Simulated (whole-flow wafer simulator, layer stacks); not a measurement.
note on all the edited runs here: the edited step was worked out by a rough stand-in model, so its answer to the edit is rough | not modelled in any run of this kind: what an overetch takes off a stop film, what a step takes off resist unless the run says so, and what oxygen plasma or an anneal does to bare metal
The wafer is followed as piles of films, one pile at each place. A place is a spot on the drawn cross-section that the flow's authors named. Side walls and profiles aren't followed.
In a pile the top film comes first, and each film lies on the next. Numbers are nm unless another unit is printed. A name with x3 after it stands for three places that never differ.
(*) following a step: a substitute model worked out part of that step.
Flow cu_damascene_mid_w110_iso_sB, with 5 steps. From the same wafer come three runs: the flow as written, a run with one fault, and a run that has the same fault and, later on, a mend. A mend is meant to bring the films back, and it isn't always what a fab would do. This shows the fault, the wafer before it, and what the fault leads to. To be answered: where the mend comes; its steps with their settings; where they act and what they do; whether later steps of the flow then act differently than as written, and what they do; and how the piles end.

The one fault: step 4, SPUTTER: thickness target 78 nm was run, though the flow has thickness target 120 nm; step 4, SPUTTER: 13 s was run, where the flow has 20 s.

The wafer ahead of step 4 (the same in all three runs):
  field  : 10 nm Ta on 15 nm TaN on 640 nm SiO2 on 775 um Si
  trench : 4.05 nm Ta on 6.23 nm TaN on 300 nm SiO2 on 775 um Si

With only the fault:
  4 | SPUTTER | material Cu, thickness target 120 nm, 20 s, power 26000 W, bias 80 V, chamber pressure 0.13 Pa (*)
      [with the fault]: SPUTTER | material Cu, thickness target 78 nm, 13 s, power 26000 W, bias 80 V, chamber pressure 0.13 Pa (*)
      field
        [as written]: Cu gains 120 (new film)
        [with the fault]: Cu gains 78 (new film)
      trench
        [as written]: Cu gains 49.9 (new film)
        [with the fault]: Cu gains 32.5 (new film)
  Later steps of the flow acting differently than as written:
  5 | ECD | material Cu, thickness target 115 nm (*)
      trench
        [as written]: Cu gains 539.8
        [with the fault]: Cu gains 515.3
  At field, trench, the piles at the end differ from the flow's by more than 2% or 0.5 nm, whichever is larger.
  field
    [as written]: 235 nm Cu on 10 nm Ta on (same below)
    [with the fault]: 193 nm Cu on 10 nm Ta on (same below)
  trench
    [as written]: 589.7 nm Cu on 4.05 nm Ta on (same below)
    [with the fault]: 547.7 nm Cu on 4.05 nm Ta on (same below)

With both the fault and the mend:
  After step 4 comes the mend.
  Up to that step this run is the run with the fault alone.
  4a | SPUTTER | material Cu, thickness target 42 nm, 7 s, power 26000 W, bias 80 V, chamber pressure 0.13 Pa (*) (a further turn of the flow's step 4, with different settings)
      field
        Cu gains 42
      trench
        Cu gains 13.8
  Every later step of the flow that is run acts as written, at every place that is followed, to within 2% or 0.5 nm, whichever is larger.
  At every place that both follow, the piles at the end match the flow's.
